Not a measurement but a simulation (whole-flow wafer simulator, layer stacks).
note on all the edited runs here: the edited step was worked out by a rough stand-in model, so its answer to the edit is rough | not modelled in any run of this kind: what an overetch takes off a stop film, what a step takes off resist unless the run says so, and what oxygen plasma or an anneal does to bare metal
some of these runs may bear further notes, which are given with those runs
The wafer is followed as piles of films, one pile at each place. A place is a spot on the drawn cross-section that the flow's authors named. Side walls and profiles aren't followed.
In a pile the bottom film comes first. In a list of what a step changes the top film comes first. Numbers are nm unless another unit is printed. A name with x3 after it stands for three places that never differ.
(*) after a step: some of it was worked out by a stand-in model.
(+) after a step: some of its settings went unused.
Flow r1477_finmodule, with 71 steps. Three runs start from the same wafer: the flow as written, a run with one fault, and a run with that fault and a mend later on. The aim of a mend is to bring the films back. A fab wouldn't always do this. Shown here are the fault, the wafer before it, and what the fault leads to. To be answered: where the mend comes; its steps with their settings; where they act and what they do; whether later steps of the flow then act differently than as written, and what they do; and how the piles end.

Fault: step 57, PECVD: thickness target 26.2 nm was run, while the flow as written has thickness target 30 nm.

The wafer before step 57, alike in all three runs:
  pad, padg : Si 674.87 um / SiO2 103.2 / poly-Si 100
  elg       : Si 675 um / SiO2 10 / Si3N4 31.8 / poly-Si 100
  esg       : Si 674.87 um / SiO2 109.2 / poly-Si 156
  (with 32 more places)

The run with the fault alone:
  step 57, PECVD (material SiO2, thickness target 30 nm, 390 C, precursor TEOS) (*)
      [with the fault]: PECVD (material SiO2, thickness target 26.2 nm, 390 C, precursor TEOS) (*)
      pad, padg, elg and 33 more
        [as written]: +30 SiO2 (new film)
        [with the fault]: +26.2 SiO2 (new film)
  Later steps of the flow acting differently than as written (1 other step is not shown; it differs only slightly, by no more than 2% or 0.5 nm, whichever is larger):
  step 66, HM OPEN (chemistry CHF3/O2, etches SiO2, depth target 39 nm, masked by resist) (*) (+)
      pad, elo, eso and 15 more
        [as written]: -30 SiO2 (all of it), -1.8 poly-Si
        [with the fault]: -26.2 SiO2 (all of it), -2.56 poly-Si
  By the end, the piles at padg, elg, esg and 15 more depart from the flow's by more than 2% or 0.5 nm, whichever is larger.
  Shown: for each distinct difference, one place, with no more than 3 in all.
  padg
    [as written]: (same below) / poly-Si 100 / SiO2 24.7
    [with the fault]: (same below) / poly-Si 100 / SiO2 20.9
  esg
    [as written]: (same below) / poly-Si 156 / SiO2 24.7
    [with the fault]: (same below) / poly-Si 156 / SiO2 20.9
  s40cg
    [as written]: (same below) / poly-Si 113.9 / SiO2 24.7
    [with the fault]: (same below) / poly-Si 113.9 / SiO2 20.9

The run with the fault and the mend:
  The mend stands after step 64.
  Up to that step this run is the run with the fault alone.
  step 64a, STRIP (resist, chemistry O2, 60 C)
      padg, elg, esg
        -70 resist (all of it)
      e40lg, e100lg, e200lg
        -66.9 resist (all of it)
      s40sg, s45sg
        -91 resist (all of it)
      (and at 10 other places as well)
  step 64b, PECVD (material SiO2, thickness target 3.8 nm, 390 C, precursor TEOS) (*) (the flow's step 57, run once more with other settings)
      pad, padg, elg and 33 more
        +3.8 SiO2
  step 64c, COAT (resist, thickness 70 nm) (*) (the flow's step 60, run once more)
      e40lg, e100lg, e200lg, elo, e40lo, e100lo, e200lo
        +66.9 resist (new film)
      pad, padg, elg, esg
        +70 resist (new film)
      s40sg, s45sg, s40so, s45so
        +91 resist (new film)
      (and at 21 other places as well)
  step 64d, SOFTBAKE (180 C, 180 s) (*) (the flow's step 61, run once more)
      alters no film at any place that is followed
  step 64e, EXPOSE (resist, photomask GATE) (the flow's step 62, run once more)
      alters no film at any place that is followed
  step 64f, DEVELOP (*) (the flow's step 63, run once more)
      elo, e40lo, e100lo, e200lo
        -66.9 resist (all of it)
      eso, e40so
        -129.5 resist (all of it)
      s40so, s45so
        -91 resist (all of it)
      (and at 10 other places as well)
  Every later step of the flow that is run acts as written at every place that is followed.
  By the end, the piles equal the flow's at every place that both follow.
